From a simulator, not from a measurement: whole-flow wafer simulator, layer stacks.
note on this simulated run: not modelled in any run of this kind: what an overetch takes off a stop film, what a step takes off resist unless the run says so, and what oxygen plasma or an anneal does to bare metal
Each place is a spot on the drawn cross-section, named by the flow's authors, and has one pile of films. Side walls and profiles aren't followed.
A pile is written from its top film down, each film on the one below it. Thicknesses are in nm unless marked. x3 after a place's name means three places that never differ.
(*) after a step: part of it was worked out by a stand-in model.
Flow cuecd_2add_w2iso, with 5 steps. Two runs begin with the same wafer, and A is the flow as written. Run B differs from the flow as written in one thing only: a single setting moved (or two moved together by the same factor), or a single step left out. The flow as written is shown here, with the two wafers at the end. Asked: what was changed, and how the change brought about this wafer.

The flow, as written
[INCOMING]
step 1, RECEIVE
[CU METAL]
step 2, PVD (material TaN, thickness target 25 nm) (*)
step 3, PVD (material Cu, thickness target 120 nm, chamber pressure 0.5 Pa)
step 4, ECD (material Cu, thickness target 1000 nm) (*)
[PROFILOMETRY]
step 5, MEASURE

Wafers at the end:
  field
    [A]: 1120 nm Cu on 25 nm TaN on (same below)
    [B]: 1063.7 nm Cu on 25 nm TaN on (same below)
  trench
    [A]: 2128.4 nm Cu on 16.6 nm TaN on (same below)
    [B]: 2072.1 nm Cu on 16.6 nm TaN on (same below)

What caused this: step 3, PVD: thickness target 63.7 nm was run, while the flow as written has thickness target 120 nm.

The path from the change to this, step by step:
  step 3, PVD (material Cu, thickness target 120 nm, chamber pressure 0.5 Pa)
      field: A Cu gains 120 (new film) | B Cu gains 63.7 (new film)
      trench: A Cu gains 80.8 (new film) | B Cu gains 43.1 (new film)
